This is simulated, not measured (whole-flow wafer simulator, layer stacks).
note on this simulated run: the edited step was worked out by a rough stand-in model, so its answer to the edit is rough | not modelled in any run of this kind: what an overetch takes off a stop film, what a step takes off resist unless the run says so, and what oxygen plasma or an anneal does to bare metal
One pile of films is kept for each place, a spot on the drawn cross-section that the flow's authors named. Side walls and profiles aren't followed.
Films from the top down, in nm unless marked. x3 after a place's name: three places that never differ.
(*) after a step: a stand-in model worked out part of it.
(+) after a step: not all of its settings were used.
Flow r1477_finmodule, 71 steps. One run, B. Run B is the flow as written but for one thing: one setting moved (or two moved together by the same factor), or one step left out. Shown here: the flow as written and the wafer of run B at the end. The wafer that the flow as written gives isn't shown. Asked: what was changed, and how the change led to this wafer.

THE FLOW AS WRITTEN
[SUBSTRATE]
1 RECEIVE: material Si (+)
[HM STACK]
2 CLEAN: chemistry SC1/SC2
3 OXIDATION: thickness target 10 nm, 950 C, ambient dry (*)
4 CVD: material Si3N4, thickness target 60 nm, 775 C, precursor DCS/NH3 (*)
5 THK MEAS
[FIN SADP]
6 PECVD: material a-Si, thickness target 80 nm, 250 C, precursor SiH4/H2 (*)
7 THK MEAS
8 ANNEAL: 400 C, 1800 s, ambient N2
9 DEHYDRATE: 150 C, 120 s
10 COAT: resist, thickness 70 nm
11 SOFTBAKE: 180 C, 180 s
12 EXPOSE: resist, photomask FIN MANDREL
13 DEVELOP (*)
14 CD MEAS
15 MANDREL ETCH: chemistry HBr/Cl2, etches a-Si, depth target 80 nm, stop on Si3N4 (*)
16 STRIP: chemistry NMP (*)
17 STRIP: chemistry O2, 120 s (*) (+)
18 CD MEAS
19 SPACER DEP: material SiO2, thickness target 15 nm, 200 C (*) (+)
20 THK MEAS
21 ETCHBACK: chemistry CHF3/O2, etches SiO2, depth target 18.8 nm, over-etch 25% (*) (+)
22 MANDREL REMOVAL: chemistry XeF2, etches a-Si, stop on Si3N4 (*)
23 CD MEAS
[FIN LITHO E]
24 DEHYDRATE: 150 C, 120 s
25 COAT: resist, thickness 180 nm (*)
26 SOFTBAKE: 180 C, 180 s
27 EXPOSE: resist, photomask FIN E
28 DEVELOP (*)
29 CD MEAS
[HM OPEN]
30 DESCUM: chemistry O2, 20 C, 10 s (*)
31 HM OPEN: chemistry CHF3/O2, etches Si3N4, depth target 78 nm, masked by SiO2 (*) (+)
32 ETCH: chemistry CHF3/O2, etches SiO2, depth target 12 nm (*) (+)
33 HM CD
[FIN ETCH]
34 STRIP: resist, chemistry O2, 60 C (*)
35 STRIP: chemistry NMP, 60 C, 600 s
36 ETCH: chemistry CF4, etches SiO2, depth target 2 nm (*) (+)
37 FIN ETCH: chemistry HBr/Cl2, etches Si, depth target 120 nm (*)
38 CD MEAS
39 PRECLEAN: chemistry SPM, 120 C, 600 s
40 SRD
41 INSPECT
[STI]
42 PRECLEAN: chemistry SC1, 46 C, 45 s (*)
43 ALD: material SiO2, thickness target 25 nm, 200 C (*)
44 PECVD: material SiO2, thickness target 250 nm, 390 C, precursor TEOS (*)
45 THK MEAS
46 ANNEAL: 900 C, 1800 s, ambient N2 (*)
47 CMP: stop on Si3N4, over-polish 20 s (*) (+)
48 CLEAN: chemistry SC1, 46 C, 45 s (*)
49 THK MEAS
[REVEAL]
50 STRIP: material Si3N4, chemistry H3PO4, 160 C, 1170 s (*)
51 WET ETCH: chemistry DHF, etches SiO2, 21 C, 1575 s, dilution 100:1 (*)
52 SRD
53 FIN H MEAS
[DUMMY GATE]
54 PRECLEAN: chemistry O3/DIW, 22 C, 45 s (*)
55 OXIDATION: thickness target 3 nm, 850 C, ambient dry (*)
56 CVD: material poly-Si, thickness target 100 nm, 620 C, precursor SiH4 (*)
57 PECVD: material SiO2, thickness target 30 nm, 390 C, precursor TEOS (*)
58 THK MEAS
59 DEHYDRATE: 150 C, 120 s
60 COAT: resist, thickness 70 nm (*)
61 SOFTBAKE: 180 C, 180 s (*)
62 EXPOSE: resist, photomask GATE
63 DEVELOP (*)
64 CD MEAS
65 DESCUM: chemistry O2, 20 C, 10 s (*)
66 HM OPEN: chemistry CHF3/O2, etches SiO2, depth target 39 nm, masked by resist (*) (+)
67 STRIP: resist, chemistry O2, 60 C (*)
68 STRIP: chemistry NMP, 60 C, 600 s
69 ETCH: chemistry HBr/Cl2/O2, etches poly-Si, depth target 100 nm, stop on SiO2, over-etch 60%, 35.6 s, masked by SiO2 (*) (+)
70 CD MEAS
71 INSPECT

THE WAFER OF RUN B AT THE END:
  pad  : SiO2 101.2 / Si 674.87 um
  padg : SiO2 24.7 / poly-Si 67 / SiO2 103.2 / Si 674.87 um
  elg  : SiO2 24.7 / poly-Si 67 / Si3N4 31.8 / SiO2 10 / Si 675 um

The cause: step 56, CVD: thickness target 67 nm was run, where the flow has thickness target 100 nm.
It can be read off the wafer: padg has poly-Si 67, and step 56 as written asks for 100 nm.

How the change led to this, step by step:
  56 CVD: material poly-Si, thickness target 100 nm, 620 C, precursor SiH4 (*)
      pad, padg, elg and 26 more: poly-Si +67 (new film) (as written it would be: poly-Si +100 (new film))
      s40cg, s40co: poly-Si +79.9 (new film) (as written it would be: poly-Si +113.9 (new film))
      (and at 5 more places)
  67 STRIP: resist, chemistry O2, 60 C (*)
      s40cg: resist -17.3 (all of it) (as written it would be: resist -16.5 (all of it))
      s45cg: resist -18.1 (all of it) (as written it would be: resist -16.9 (all of it))
      (and at 1 more place)
  69 ETCH: chemistry HBr/Cl2/O2, etches poly-Si, depth target 100 nm, stop on SiO2, over-etch 60%, 35.6 s, masked by SiO2 (*) (+)
      pad, eso, e40so and 8 more: chemical SiO2 -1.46 (all of it), poly-Si -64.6 (all of it), SiO2 -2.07 (as written it would be: chemical SiO2 -1.46 (all of it), poly-Si -97.6 (all of it), SiO2 -0.42)
      elo, e40lo, e100lo, e200lo: chemical SiO2 -1.46 (all of it), poly-Si -64.6 (all of it), Si3N4 -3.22 (as written it would be: chemical SiO2 -1.46 (all of it), poly-Si -97.6 (all of it), Si3N4 -0.22)
      (and at 3 more places)
